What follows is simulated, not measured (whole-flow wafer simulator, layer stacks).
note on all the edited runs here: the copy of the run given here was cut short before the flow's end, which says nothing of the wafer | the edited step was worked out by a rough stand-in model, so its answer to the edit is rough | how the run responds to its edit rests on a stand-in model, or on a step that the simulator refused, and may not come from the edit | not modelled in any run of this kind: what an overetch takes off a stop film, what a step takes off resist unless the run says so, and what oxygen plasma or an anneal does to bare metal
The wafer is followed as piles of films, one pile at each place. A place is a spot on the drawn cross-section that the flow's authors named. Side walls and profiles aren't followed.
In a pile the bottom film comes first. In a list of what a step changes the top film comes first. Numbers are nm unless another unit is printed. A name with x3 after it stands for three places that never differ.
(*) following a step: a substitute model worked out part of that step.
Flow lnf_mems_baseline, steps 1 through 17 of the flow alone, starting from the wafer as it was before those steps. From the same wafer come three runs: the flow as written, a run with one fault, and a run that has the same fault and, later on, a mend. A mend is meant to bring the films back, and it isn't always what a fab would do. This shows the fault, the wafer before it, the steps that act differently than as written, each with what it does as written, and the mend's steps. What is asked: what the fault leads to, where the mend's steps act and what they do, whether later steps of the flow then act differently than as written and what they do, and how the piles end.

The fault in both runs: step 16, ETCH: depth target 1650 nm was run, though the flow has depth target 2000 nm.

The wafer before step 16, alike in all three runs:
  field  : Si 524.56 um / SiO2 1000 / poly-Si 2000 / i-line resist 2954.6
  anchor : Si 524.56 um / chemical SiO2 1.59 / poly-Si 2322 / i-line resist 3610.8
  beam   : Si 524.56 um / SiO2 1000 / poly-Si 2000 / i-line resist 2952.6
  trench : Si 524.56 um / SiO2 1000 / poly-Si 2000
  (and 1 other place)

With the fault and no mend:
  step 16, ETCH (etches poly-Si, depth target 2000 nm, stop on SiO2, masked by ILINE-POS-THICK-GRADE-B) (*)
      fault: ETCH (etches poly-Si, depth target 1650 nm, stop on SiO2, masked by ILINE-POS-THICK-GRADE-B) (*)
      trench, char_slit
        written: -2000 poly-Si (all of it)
        fault: -1650 poly-Si
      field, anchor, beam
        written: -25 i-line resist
        fault: -20.6 i-line resist
  Steps further on in the flow that do not act as written:
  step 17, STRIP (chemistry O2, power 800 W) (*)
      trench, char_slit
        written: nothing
        fault: +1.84 chemical SiO2 (new film), -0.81 poly-Si
  The piles end different from the flow's at trench, char_slit by more than 2% or 0.5 nm, whichever is larger.
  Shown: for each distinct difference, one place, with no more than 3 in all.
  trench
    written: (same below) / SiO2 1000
    fault: (same below) / SiO2 1000 / poly-Si 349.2 / chemical SiO2 1.84

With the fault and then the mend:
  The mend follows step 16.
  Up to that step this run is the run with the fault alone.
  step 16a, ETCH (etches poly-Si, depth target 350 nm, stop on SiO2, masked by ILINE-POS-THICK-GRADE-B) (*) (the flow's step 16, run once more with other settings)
      field, anchor, beam
        -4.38 i-line resist
      trench, char_slit
        -350 poly-Si (all of it)
  Every later step of the flow that is run acts as written at every place that is followed.
  The piles end the same as the flow's at every place that both follow.
